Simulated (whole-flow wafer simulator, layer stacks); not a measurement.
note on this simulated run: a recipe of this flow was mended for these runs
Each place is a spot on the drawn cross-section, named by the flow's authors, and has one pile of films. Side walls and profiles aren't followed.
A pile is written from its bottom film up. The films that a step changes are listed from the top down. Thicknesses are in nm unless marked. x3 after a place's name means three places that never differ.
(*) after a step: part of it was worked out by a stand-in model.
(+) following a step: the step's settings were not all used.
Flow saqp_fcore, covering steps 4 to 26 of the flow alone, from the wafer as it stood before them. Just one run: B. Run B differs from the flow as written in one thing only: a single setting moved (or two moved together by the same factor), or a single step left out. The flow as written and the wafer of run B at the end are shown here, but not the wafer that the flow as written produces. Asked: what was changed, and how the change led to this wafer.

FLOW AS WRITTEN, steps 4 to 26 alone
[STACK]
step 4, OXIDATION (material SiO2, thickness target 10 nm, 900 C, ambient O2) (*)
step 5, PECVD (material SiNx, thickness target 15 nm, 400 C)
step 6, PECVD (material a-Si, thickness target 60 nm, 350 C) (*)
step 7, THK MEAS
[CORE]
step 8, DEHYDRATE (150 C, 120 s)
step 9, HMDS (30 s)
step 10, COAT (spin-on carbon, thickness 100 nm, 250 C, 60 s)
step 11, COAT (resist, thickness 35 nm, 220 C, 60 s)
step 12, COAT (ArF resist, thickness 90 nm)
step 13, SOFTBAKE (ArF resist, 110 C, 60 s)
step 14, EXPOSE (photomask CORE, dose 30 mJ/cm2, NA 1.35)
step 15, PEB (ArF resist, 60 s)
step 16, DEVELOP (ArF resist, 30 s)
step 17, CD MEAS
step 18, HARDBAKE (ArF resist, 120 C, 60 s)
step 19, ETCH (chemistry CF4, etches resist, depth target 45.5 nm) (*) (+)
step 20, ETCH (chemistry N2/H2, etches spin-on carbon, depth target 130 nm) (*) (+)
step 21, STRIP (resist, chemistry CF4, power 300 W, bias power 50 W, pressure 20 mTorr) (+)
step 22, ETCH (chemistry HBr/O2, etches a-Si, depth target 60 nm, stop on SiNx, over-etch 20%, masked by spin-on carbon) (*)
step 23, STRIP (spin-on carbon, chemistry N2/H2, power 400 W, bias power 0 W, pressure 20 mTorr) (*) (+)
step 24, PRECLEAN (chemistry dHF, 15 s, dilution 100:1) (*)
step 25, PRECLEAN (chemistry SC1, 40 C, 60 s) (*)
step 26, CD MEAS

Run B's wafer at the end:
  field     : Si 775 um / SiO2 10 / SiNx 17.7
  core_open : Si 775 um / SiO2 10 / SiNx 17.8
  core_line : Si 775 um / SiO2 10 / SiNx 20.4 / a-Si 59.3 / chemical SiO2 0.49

Cause: step 5, PECVD: thickness target 20.4 nm was run, whereas the flow has thickness target 15 nm.
One can read it off the wafer: core_line has SiNx 20.4, and step 5 as written asks for 15 nm.

Step by step, how the change led to this:
  step 5, PECVD (material SiNx, thickness target 15 nm, 400 C)
      field, core_open, core_line: SiNx gains 20.4 (new film) (as written it would have been: SiNx gains 15 (new film))
